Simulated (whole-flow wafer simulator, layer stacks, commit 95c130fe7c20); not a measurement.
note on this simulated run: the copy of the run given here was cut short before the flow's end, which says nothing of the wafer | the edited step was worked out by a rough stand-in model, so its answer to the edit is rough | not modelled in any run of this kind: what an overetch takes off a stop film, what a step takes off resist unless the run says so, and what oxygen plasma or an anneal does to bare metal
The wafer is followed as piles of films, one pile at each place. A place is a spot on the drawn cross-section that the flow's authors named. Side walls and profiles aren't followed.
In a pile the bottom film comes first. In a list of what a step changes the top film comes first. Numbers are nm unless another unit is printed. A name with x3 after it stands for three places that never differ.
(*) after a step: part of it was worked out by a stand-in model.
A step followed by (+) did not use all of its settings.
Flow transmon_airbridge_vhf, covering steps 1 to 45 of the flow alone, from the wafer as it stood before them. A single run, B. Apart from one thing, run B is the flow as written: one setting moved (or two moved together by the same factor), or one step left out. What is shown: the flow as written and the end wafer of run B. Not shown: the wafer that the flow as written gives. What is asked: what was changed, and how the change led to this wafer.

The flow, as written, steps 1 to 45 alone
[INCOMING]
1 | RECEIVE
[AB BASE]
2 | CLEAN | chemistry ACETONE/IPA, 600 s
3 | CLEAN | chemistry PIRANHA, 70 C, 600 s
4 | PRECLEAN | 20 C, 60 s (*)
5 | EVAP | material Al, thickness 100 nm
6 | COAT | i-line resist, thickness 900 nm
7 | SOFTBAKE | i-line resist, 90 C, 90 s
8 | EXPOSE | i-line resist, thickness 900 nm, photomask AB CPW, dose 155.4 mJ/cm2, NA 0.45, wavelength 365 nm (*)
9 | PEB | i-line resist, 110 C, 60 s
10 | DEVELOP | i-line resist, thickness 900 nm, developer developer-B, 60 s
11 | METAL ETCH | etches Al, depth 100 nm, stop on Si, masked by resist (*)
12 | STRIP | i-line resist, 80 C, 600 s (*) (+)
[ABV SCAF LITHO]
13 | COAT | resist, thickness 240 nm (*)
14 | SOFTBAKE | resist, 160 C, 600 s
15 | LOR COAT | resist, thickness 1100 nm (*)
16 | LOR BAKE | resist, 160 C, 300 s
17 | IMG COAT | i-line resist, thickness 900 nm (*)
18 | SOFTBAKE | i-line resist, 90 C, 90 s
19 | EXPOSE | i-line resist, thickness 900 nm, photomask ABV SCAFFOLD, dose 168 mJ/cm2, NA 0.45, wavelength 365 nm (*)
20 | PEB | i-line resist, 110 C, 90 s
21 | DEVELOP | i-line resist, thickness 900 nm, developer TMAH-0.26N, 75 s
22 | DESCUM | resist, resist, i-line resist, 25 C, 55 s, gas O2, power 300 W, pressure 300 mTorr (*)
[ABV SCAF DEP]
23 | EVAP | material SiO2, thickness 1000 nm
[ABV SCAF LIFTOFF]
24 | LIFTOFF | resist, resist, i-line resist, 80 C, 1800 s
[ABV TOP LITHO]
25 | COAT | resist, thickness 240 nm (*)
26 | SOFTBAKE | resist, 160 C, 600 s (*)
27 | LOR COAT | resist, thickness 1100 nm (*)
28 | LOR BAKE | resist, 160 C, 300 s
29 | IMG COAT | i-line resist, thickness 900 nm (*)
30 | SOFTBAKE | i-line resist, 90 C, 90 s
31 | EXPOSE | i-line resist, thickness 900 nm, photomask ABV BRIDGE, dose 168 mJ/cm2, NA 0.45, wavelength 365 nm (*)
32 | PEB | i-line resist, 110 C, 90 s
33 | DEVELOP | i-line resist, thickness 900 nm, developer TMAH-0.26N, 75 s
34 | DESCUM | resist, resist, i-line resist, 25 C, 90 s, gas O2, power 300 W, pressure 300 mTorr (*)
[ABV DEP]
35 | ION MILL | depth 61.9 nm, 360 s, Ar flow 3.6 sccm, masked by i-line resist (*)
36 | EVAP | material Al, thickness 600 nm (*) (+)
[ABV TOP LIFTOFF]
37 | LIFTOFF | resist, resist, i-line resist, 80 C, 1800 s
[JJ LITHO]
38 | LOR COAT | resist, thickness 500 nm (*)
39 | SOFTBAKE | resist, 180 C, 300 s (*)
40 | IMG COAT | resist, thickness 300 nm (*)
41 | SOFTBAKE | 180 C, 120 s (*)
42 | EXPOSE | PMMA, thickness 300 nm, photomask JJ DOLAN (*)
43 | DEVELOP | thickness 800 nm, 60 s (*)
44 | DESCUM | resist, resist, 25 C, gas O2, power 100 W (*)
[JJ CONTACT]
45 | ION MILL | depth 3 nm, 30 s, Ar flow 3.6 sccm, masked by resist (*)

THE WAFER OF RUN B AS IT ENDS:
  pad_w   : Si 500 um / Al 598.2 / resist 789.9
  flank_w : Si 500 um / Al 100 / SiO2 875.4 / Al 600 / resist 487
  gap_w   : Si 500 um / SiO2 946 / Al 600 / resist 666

The reason: step 35, ION MILL: depth 92.8 nm was run, while the flow as written has depth 61.9 nm; step 35, ION MILL: 540 s was run, where the flow has 360 s.

Step by step, how the change led to this:
  35 | ION MILL | depth 61.9 nm, 360 s, Ar flow 3.6 sccm, masked by i-line resist (*)
      field x3, jj_line, ground_far, trace_open_s x2, margin_s, margin_n: i-line resist loses 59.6 (in the flow as written it would be: i-line resist loses 39.7)
      flank_w, gap_w, cpw_trace, gap_e, flank_e, bridge_strip: SiO2 loses 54 (in the flow as written it would be: SiO2 loses 36)
      (and at 2 other places as well)
  37 | LIFTOFF | resist, resist, i-line resist, 80 C, 1800 s
      field x3, jj_line, trace_open_s x2: Al loses 600 (all of it), i-line resist loses 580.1 (all of it), resist loses 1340 (all of it) (in the flow as written it would be: Al loses 600 (all of it), i-line resist loses 600 (all of it), resist loses 1340 (all of it))
      margin_s, margin_n: Al loses 600 (all of it), i-line resist loses 298.4 (all of it), resist loses 992 (all of it) (in the flow as written it would be: Al loses 600 (all of it), i-line resist loses 318.3 (all of it), resist loses 992 (all of it))
      (and at 1 other place as well)
